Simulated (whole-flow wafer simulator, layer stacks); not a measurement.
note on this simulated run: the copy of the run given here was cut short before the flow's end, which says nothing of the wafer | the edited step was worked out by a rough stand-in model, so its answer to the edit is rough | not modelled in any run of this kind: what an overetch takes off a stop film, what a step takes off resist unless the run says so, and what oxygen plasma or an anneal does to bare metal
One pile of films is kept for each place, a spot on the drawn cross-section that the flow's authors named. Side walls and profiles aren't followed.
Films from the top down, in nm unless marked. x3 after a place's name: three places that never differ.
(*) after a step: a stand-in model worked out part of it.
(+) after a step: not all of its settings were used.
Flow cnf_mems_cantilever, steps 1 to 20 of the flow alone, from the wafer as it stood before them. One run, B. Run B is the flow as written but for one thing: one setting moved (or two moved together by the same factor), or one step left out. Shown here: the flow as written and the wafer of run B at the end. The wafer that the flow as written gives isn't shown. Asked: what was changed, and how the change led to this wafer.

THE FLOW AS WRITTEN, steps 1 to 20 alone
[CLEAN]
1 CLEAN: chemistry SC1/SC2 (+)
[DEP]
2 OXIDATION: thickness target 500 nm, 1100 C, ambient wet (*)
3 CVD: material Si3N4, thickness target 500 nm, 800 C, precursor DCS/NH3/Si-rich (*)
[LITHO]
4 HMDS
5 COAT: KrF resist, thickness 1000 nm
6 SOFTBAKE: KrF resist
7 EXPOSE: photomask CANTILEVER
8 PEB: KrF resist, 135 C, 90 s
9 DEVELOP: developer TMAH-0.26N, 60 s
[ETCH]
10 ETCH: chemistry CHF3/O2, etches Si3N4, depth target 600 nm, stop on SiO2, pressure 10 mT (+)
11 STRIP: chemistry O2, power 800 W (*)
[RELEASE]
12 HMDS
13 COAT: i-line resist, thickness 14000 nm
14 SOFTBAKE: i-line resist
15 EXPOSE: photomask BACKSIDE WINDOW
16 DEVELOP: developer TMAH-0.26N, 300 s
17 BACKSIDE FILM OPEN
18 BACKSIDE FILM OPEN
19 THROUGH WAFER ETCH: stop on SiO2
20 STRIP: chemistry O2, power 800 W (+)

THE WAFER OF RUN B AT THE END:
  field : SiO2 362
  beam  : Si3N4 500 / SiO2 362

The cause: step 2, OXIDATION: thickness target 362 nm was run, where the flow has thickness target 500 nm.
It can be read off the wafer: field has SiO2 362, and step 2 as written asks for 500 nm.

How the change led to this, step by step:
  2 OXIDATION: thickness target 500 nm, 1100 C, ambient wet (*)
      field, beam: SiO2 +362 (new film), chemical SiO2 -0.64 (all of it), Si -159 (as written it would be: SiO2 +500 (new film), chemical SiO2 -0.64 (all of it), Si -219.7)
  19 THROUGH WAFER ETCH: stop on SiO2
      field: under 1 film: Si -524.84 um (all of it) (as written it would be: under 1 film: Si -524.78 um (all of it))
      beam: under 2 films: Si -524.84 um (all of it) (as written it would be: under 2 films: Si -524.78 um (all of it))
